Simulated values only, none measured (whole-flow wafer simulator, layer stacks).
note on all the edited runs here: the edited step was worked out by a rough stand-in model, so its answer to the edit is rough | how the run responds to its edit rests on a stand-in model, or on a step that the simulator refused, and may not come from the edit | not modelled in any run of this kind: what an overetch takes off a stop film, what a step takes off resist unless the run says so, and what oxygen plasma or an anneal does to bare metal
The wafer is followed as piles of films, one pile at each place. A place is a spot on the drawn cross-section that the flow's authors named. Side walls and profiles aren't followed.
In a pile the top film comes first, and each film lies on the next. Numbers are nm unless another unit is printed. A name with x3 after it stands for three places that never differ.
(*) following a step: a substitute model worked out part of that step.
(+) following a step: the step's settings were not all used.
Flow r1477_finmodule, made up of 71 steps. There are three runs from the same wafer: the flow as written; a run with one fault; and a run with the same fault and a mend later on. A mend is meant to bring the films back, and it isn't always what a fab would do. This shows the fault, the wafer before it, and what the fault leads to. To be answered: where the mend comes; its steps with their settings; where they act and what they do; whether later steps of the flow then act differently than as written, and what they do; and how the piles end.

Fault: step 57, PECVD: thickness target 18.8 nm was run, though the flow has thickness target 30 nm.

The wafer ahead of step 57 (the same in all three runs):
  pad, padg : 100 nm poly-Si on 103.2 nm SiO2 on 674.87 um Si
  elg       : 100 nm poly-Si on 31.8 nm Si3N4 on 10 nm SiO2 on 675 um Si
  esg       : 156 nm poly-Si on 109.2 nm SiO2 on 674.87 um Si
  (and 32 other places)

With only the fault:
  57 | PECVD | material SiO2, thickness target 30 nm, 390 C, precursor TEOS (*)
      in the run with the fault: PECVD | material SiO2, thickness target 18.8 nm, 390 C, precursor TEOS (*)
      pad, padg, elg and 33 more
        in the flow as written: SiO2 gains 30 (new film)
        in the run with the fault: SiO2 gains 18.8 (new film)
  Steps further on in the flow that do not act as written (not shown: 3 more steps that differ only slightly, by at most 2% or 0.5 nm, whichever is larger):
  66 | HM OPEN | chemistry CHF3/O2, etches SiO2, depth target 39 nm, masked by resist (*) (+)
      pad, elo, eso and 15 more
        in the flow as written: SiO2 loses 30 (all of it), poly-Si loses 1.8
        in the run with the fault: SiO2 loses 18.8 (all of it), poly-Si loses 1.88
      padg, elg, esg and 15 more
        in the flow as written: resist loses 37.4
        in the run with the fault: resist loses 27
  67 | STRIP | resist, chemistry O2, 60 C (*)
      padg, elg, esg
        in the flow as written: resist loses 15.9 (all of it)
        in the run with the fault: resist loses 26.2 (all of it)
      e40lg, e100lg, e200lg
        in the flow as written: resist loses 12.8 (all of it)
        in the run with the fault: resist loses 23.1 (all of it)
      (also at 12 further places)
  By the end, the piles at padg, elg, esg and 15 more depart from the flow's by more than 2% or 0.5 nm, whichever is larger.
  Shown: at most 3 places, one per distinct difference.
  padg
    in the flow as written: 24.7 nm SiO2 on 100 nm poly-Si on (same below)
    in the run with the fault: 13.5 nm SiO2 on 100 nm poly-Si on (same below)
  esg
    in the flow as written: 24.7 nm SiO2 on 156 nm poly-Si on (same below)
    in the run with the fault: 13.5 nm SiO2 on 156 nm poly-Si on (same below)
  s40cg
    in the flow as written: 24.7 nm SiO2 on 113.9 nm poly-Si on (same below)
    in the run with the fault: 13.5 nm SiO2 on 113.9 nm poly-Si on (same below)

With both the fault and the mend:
  The mend stands after step 64.
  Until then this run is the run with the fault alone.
  64a | STRIP | resist, chemistry O2, 60 C
      padg, elg, esg
        resist loses 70 (all of it)
      e40lg, e100lg, e200lg
        resist loses 66.9 (all of it)
      s40sg, s45sg
        resist loses 91 (all of it)
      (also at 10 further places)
  64b | PECVD | material SiO2, thickness target 11.2 nm, 390 C, precursor TEOS (*) (the flow's step 57 again, with other settings)
      pad, padg, elg and 33 more
        SiO2 gains 11.2
  64c | COAT | resist, thickness 70 nm (*) (the flow's step 60 again)
      e40lg, e100lg, e200lg, elo, e40lo, e100lo, e200lo
        resist gains 66.9 (new film)
      pad, padg, elg, esg
        resist gains 70 (new film)
      s40sg, s45sg, s40so, s45so
        resist gains 91 (new film)
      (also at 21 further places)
  64d | SOFTBAKE | 180 C, 180 s (*) (the flow's step 61 again)
      leaves every film unchanged at each place that is followed
  64e | EXPOSE | resist, photomask GATE (the flow's step 62 again)
      leaves every film unchanged at each place that is followed
  64f | DEVELOP (*) (the flow's step 63 again)
      elo, e40lo, e100lo, e200lo
        resist loses 66.9 (all of it)
      eso, e40so
        resist loses 129.5 (all of it)
      s40so, s45so
        resist loses 91 (all of it)
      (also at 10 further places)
  Every later step of the flow that is run acts as written at every place that is followed.
  The piles end the same as the flow's at every place that both follow.
